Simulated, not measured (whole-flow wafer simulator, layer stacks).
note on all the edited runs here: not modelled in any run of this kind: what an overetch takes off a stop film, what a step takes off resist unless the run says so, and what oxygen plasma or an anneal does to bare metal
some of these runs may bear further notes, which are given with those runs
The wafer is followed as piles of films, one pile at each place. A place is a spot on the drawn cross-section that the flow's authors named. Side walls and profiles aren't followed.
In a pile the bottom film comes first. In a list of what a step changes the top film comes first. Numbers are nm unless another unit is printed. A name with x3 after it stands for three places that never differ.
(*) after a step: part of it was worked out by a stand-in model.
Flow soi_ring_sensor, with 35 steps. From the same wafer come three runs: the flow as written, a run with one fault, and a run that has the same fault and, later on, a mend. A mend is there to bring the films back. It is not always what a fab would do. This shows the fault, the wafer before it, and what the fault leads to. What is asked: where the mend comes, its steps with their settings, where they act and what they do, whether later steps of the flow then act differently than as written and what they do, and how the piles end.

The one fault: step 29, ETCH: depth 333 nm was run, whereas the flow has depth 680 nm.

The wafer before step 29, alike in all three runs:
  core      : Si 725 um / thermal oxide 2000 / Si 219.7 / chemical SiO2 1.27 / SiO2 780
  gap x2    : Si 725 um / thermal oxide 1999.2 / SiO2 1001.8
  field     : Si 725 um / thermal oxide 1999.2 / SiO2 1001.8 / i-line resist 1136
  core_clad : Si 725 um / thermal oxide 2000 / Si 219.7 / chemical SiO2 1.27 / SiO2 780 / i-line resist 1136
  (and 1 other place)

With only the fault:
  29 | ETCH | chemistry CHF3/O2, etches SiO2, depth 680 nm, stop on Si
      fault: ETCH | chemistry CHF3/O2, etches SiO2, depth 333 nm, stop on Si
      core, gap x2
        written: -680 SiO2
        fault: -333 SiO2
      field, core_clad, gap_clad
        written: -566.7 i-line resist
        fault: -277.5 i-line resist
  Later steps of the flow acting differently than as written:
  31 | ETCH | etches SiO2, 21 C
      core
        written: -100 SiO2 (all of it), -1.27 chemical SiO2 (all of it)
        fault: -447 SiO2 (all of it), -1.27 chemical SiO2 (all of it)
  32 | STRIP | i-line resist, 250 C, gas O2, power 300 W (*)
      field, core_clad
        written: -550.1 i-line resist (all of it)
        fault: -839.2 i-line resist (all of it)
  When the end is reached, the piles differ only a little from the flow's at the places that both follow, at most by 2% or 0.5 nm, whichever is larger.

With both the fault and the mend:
  After step 29 comes the mend.
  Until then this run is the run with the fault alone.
  29a | ETCH | chemistry CHF3/O2, etches SiO2, depth 347 nm, stop on Si (a further turn of the flow's step 29, with different settings)
      core, gap x2
        -347 SiO2
      field, core_clad, gap_clad
        -289.2 i-line resist
  Later steps of the flow that are run all act as written at every place that is followed.
  By the end, the piles equal the flow's at every place that both follow.
